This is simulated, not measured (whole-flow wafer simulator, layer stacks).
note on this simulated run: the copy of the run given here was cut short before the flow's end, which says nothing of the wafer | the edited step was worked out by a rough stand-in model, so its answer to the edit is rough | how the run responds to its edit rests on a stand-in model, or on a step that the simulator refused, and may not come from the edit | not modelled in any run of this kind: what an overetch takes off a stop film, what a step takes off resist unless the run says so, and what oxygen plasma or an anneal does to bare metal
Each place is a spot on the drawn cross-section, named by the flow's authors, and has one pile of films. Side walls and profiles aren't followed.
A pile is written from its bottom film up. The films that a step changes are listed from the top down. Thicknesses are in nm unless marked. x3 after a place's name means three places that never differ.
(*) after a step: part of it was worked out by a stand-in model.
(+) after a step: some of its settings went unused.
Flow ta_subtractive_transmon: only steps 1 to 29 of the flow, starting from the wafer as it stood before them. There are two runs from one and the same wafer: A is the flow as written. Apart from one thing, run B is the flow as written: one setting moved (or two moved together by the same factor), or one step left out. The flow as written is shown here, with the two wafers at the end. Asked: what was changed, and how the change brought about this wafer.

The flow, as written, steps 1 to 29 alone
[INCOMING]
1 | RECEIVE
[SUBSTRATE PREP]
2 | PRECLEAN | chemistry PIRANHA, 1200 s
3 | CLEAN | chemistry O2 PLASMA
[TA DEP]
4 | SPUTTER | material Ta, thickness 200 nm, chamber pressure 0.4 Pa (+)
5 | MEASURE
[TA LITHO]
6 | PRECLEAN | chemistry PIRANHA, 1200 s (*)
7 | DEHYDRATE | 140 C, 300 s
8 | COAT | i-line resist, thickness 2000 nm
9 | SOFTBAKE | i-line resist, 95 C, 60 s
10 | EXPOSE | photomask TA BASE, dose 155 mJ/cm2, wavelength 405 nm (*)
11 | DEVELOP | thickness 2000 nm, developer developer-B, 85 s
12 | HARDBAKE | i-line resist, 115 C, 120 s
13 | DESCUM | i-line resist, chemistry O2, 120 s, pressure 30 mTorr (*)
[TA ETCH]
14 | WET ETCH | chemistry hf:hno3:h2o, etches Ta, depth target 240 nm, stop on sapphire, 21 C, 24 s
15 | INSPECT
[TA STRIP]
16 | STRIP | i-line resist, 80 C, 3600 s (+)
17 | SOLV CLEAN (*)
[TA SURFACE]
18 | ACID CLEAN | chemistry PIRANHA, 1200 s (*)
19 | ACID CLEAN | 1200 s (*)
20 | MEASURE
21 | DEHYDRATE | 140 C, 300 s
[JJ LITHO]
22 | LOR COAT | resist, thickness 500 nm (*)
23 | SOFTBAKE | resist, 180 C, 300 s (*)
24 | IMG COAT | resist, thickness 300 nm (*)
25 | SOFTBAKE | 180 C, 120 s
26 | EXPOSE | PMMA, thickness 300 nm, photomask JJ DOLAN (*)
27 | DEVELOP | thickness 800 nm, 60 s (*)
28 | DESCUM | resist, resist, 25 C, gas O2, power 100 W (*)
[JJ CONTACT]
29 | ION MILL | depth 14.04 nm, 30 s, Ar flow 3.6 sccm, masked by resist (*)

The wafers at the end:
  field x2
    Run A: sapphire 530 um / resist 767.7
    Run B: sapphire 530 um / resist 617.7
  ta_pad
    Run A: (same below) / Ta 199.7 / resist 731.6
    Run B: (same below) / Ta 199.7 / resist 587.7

Cause: step 24, IMG COAT: thickness 150 nm was run, while the flow as written has thickness 300 nm.

How this came from the change, step by step:
  24 | IMG COAT | resist, thickness 300 nm (*)
      field x2, jj_line: A resist gains 300 | B resist gains 150
      lead: A resist gains 312.6 | B resist gains 158.1
      (and at 2 other places as well)
  27 | DEVELOP | thickness 800 nm, 60 s (*)
      jj_line: A resist loses 800 (all of it) | B resist loses 650 (all of it)
      lead: A resist loses 867.4 (all of it) | B resist loses 712.9 (all of it)
      (and at 1 other place as well)
